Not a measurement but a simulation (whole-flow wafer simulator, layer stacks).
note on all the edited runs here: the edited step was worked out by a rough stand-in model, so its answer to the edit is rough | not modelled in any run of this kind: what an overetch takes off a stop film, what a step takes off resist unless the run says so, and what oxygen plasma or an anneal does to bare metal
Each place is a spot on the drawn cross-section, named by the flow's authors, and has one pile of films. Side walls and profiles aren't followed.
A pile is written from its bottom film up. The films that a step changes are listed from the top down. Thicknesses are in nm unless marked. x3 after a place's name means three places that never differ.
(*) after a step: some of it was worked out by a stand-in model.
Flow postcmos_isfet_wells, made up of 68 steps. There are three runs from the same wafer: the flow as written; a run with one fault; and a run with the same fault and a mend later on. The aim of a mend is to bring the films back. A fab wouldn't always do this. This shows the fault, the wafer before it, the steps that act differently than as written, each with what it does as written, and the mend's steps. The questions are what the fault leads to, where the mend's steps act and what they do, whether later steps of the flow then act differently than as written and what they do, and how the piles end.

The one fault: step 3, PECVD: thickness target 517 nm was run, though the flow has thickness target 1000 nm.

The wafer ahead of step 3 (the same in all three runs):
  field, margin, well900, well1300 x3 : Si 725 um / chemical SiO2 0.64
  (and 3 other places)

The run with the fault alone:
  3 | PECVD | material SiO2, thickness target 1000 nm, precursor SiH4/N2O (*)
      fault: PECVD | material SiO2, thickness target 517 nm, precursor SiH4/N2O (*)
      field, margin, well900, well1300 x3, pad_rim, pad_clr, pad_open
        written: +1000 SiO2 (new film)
        fault: +517 SiO2 (new film)
  Every later step of the flow that is run acts as written at every place that is followed.
  By the end, the piles at field, margin, well900, well1300 x3, pad_rim, pad_clr, pad_open depart from the flow's by more than 2% or 0.5 nm, whichever is larger.
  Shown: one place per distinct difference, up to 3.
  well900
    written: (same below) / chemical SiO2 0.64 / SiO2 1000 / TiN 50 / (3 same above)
    fault: (same below) / chemical SiO2 0.64 / SiO2 517 / TiN 50 / (3 same above)
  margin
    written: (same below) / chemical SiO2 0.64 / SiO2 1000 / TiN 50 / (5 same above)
    fault: (same below) / chemical SiO2 0.64 / SiO2 517 / TiN 50 / (5 same above)
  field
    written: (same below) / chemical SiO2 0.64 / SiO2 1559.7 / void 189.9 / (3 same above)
    fault: (same below) / chemical SiO2 0.64 / SiO2 1076.7 / void 189.9 / (3 same above)

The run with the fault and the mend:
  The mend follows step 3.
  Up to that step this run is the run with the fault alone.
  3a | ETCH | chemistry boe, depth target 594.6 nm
      field, margin, well900, well1300 x3, pad_rim, pad_clr, pad_open
        -517 SiO2 (all of it), -0.64 chemical SiO2 (all of it)
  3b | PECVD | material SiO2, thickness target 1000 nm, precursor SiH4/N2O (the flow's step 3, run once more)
      field, margin, well900, well1300 x3, pad_rim, pad_clr, pad_open
        +1000 SiO2 (new film)
  Every later step of the flow that is run acts as written at every place that is followed.
  By the end, the piles at field, margin, well900, well1300 x3, pad_rim, pad_clr, pad_open depart from the flow's by more than 2% or 0.5 nm, whichever is larger.
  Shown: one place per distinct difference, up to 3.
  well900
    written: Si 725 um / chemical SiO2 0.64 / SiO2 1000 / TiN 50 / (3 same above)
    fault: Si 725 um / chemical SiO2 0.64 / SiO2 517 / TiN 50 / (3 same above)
    mend: Si 725 um / SiO2 1000 / TiN 50 / (3 same above)
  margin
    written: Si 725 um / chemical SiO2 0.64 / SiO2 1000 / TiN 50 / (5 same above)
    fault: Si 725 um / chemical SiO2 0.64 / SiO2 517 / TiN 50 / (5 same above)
    mend: Si 725 um / SiO2 1000 / TiN 50 / (5 same above)
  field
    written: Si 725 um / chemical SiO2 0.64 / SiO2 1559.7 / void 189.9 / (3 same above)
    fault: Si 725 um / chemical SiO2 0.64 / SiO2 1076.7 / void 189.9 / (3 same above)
    mend: Si 725 um / SiO2 1559.7 / void 189.9 / (3 same above)
